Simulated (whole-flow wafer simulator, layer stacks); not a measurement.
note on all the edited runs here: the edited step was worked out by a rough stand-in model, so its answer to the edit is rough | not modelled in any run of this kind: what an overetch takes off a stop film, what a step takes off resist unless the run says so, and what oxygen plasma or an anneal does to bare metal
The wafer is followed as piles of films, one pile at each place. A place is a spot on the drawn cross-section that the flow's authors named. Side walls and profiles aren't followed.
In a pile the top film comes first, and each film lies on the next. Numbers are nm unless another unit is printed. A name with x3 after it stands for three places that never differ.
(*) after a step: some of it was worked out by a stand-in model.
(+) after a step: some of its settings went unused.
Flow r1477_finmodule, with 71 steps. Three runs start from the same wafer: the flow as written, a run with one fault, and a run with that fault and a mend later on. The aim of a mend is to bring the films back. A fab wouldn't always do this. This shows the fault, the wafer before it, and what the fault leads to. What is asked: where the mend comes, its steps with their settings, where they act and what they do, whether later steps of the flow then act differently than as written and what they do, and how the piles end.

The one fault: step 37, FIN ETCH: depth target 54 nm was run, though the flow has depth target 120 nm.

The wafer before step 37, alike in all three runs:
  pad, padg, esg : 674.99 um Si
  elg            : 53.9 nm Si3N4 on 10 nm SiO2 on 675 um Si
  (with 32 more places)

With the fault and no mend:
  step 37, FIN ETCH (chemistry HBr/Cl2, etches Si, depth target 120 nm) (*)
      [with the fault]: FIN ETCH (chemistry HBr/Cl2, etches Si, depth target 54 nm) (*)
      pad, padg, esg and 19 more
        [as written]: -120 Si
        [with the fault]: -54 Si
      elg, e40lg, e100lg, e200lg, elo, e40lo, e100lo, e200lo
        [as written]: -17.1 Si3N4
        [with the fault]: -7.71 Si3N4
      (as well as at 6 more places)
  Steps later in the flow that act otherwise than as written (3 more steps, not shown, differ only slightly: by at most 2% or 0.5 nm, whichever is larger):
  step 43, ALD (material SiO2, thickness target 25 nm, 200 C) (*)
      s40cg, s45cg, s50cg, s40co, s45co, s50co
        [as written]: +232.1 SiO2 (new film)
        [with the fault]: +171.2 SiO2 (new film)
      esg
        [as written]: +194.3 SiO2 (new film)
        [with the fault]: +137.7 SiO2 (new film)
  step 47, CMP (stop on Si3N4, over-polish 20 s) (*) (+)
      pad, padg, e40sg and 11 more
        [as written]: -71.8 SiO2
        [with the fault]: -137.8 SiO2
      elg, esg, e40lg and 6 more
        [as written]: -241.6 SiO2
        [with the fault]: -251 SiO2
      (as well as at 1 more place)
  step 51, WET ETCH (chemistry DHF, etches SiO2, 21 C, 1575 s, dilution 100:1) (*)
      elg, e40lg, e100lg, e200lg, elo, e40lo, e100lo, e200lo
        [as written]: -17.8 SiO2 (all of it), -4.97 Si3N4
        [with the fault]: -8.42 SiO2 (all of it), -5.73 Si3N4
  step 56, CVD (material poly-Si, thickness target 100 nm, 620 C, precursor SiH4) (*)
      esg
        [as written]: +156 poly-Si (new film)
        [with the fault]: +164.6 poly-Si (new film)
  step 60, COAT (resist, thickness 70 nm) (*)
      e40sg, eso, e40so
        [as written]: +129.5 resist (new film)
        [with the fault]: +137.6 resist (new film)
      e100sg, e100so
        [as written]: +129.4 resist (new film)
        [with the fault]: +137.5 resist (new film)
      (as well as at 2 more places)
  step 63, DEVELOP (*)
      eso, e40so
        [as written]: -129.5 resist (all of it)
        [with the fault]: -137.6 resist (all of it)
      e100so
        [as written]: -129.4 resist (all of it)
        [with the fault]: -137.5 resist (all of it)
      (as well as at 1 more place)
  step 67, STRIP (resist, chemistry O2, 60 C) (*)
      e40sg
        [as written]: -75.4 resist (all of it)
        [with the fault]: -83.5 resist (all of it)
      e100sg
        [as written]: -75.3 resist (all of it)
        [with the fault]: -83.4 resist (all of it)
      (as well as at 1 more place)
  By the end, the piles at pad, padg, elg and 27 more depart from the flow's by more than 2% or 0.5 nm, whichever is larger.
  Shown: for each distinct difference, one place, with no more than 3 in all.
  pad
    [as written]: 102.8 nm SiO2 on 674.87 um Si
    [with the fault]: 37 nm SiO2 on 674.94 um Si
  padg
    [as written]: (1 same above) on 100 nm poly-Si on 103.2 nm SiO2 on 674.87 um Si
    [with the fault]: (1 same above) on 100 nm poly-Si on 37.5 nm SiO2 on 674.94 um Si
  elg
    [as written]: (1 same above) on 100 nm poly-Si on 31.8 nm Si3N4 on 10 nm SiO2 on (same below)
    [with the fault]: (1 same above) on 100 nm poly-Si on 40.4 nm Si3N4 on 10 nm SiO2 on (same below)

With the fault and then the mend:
  The mend follows step 38.
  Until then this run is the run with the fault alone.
  step 38a, FIN ETCH (chemistry HBr/Cl2, etches Si, depth target 66 nm) (*) (the flow's step 37 again, with other settings)
      pad, padg, esg and 19 more
        -66 Si
      elg, e40lg, e100lg, e200lg, elo, e40lo, e100lo, e200lo
        -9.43 Si3N4
      s40sg_line, s45sg_line, s50sg_line, s40so_line, s45so_line, s50so_line
        -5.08 SiO2
  Every later step of the flow that is run acts as written at every place that is followed.
  At every place that both follow, the piles at the end match the flow's.
